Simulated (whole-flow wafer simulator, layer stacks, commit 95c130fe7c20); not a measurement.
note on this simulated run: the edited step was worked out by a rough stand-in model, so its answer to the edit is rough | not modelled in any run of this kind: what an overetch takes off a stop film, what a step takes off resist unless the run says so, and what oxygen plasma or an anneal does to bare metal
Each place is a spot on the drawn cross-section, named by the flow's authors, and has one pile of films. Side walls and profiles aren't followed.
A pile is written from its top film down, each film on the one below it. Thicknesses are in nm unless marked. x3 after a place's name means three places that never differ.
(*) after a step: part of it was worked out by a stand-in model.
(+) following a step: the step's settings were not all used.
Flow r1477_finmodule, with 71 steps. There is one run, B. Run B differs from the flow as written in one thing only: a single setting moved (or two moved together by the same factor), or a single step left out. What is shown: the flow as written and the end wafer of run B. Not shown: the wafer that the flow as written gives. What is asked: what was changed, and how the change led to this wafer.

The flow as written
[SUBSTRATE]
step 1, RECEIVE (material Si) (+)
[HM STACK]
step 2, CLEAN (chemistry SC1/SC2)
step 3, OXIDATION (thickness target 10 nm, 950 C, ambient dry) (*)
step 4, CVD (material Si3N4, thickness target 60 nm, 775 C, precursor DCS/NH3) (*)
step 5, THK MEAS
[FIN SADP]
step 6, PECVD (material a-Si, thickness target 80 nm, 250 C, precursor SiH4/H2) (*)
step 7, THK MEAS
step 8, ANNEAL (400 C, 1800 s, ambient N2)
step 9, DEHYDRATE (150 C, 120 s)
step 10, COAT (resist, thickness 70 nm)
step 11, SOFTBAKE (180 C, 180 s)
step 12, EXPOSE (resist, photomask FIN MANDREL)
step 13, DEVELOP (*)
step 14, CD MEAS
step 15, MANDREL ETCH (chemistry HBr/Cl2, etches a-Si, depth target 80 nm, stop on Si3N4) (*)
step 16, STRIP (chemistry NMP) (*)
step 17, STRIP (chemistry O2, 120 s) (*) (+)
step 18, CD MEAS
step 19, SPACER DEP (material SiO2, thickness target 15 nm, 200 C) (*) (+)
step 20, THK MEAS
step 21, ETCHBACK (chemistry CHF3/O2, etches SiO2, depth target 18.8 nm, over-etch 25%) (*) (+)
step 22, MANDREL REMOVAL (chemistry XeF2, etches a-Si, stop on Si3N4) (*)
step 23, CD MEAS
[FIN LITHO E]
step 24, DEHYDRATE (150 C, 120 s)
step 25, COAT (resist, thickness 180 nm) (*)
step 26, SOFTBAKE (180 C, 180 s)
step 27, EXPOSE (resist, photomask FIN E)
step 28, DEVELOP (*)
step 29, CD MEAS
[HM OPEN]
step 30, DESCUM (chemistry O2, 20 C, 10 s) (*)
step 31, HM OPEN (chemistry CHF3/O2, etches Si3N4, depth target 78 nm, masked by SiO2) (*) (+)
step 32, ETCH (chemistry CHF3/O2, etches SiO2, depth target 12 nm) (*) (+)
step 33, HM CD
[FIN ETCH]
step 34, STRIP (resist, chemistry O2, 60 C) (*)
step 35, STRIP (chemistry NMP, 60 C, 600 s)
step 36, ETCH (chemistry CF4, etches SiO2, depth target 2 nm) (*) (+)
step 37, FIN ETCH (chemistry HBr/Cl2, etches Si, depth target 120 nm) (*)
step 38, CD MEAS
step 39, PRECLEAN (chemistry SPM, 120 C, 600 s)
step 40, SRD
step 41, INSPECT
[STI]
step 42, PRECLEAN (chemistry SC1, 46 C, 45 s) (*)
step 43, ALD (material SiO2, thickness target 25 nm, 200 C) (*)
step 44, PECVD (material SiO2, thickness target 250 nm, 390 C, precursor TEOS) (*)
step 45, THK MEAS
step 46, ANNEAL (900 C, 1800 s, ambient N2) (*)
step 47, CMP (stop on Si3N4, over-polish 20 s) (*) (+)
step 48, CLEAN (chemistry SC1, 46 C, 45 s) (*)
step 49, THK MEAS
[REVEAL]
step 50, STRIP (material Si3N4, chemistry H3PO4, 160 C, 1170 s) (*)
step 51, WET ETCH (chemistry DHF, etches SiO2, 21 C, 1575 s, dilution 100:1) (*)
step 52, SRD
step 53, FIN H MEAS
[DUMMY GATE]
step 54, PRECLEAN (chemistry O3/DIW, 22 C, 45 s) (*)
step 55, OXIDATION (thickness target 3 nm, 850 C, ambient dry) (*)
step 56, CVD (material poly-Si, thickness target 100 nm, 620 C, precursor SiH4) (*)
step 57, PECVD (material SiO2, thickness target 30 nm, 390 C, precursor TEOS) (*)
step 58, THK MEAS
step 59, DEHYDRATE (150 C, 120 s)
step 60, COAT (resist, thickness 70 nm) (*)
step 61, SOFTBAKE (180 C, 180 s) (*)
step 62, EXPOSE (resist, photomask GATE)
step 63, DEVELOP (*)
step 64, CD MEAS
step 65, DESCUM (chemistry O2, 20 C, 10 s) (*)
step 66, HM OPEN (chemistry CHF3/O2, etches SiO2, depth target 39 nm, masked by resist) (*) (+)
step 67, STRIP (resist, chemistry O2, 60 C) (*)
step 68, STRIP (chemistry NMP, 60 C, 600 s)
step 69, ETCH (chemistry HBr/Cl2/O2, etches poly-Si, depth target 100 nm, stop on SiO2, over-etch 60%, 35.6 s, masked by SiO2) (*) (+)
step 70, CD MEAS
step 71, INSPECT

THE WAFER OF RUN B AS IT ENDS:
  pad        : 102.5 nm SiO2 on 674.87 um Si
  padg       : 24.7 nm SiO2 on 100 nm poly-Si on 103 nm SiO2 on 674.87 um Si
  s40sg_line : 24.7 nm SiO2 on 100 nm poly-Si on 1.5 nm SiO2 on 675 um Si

The reason: step 55, OXIDATION: thickness target 1.5 nm was run, though the flow has thickness target 3 nm.
One can read it off the wafer: s40sg_line has SiO2 1.5, and step 55 as written asks for 3 nm.

How this came from the change, step by step:
  step 55, OXIDATION (thickness target 3 nm, 850 C, ambient dry) (*)
      s40sg_line, s45sg_line, s50sg_line, s40so_line, s45so_line, s50so_line: SiO2 gains 1.5 (new film), chemical SiO2 loses 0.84 (all of it), Si loses 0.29 (in the flow as written it would be: SiO2 gains 3 (new film), chemical SiO2 loses 0.84 (all of it), Si loses 0.95)
